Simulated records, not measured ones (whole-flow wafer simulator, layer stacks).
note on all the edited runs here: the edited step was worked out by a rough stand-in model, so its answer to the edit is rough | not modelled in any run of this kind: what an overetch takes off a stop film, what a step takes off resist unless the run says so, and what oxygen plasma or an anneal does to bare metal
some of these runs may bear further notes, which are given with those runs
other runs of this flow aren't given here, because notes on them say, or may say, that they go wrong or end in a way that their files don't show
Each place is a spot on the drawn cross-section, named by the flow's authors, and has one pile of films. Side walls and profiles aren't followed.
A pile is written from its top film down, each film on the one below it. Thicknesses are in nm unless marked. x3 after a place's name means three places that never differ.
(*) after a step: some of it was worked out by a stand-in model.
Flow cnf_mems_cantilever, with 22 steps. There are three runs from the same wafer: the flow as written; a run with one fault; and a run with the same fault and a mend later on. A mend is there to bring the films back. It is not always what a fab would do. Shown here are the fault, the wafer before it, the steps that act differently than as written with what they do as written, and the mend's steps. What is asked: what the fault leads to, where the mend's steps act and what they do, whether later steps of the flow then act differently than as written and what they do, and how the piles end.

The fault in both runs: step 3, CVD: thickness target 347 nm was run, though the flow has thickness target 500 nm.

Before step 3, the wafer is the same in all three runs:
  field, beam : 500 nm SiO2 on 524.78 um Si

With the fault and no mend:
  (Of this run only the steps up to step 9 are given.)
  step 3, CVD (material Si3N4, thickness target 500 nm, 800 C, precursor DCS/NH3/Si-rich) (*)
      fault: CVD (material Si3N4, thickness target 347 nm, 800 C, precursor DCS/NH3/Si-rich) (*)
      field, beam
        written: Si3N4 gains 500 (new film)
        fault: Si3N4 gains 347 (new film)
  Every later step of the flow up to step 9 that is run acts as written at every place that is followed.
  Once step 9 is done, the piles at field, beam depart from the flow's by more than 2% or 0.5 nm, whichever is larger.
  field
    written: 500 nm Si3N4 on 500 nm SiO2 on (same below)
    fault: 347 nm Si3N4 on 500 nm SiO2 on (same below)
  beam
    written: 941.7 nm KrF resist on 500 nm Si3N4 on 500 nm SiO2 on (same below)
    fault: 941.7 nm KrF resist on 347 nm Si3N4 on 500 nm SiO2 on (same below)

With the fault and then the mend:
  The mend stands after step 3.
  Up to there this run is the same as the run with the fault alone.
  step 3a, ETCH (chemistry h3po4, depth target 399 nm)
      field, beam
        Si3N4 loses 347 (all of it)
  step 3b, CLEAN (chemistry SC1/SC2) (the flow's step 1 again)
      leaves every film unchanged at each place that is followed
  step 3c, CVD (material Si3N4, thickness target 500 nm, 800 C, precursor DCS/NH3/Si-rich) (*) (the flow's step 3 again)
      field, beam
        Si3N4 gains 500 (new film)
  Every later step of the flow that is run acts as written at every place that is followed.
  By the end, the piles equal the flow's at every place that both follow.
